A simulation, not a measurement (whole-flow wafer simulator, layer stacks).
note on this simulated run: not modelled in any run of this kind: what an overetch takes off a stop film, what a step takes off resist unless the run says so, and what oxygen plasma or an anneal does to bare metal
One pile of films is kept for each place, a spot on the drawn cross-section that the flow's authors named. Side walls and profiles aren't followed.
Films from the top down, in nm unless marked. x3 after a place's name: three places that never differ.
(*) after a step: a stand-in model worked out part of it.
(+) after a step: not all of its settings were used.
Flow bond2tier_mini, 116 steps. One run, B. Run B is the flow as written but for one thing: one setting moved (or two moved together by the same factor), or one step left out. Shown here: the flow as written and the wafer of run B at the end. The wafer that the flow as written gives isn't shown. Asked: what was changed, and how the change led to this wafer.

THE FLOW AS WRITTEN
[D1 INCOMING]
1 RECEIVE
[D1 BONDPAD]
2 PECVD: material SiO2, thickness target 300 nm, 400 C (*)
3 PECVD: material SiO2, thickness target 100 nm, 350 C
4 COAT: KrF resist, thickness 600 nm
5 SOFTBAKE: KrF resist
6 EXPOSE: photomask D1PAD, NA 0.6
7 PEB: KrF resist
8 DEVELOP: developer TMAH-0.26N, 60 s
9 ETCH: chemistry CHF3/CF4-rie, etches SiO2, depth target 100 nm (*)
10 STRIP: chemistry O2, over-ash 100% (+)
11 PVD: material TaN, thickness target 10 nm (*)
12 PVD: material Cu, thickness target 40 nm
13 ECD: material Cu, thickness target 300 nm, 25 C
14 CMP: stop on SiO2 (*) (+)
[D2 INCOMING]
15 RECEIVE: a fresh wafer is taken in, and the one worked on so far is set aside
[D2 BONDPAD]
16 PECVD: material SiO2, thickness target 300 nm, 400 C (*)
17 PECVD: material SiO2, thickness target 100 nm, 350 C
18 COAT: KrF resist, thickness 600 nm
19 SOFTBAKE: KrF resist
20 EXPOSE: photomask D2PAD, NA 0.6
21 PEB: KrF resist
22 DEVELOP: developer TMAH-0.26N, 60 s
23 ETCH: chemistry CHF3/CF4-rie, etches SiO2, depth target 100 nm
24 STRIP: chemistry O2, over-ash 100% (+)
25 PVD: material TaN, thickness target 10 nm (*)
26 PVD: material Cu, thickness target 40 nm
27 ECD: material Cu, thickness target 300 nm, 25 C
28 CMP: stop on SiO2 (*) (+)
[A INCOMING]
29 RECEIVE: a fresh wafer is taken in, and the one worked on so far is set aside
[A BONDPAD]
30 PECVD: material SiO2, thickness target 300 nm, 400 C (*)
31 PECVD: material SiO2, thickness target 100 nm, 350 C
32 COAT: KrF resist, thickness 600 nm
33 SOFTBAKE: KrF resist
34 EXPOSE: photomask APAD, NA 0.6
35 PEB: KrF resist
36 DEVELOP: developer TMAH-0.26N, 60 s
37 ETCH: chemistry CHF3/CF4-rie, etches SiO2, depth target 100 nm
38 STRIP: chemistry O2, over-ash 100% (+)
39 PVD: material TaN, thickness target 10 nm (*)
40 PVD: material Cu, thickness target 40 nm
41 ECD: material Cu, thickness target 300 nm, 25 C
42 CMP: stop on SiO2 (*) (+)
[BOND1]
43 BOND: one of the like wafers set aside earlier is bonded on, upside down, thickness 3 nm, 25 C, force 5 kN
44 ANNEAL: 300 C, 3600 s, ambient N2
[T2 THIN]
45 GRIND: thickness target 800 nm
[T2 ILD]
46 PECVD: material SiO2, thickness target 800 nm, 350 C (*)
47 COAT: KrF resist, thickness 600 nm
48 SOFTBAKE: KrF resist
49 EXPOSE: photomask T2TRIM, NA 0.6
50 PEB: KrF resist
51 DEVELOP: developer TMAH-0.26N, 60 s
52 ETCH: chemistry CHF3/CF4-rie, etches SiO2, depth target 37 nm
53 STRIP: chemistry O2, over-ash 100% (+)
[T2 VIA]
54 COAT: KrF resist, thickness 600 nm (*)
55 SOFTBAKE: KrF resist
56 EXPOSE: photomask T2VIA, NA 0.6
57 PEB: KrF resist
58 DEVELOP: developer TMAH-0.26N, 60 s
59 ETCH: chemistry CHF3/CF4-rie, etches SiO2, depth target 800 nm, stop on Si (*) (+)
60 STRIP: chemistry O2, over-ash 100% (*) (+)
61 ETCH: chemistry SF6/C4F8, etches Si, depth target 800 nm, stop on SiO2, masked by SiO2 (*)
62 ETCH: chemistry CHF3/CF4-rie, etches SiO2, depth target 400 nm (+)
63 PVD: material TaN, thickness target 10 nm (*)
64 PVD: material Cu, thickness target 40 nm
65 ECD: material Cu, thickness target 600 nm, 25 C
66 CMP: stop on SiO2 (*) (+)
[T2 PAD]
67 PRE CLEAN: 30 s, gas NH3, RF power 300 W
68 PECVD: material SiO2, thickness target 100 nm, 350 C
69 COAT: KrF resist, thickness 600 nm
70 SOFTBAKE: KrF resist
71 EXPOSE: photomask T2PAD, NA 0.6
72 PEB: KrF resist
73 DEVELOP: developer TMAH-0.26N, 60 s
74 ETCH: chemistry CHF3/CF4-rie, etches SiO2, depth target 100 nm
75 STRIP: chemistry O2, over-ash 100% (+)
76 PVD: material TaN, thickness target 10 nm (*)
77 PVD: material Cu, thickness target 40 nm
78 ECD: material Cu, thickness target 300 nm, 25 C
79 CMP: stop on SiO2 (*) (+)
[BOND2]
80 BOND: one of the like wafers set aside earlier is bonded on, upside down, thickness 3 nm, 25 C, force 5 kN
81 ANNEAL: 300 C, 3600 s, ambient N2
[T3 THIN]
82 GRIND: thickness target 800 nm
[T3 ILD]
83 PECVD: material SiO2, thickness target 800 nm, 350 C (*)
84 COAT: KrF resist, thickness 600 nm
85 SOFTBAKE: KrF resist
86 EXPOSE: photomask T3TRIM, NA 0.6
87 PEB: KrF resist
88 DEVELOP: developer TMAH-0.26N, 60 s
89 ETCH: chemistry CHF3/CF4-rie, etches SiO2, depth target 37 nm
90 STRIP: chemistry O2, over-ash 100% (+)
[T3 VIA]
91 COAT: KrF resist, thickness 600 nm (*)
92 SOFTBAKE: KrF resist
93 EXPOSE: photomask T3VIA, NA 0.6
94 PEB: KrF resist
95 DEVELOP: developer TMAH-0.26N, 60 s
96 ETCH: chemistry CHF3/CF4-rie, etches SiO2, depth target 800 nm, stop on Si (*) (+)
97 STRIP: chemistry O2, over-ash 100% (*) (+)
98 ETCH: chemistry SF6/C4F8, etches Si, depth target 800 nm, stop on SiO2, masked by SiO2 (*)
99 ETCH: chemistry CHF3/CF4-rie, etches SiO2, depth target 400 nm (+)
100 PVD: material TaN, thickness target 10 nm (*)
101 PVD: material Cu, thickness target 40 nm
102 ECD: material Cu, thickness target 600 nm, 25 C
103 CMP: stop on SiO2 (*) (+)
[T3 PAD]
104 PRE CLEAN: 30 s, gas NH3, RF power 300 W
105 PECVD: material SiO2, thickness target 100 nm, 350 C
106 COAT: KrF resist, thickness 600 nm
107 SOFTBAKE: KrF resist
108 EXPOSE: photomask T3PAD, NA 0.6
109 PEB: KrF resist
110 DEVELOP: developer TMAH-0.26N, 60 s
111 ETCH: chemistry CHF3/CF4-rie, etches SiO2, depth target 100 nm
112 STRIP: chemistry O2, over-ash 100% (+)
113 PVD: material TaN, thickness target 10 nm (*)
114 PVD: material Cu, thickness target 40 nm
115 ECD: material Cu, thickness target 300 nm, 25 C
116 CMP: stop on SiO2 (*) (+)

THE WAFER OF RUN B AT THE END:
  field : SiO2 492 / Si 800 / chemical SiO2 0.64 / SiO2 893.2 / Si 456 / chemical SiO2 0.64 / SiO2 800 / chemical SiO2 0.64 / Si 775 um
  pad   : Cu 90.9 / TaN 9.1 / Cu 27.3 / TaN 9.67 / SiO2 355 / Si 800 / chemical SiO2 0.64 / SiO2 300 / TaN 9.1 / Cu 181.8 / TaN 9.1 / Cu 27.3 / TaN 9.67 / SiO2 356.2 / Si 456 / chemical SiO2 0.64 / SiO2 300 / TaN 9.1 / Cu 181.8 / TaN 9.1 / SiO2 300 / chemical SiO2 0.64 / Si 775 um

The cause: step 45, GRIND: thickness target 456 nm was run, where the flow has thickness target 800 nm.
It can be read off the wafer: field has Si 456, and step 45 as written asks for 800 nm.

How the change led to this, step by step:
  45 GRIND: thickness target 800 nm
      field, pad, via: Si -774.54 um (as written it would be: Si -774.2 um)
  61 ETCH: chemistry SF6/C4F8, etches Si, depth target 800 nm, stop on SiO2, masked by SiO2 (*)
      field, pad: SiO2 -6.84 (as written it would be: SiO2 -8)
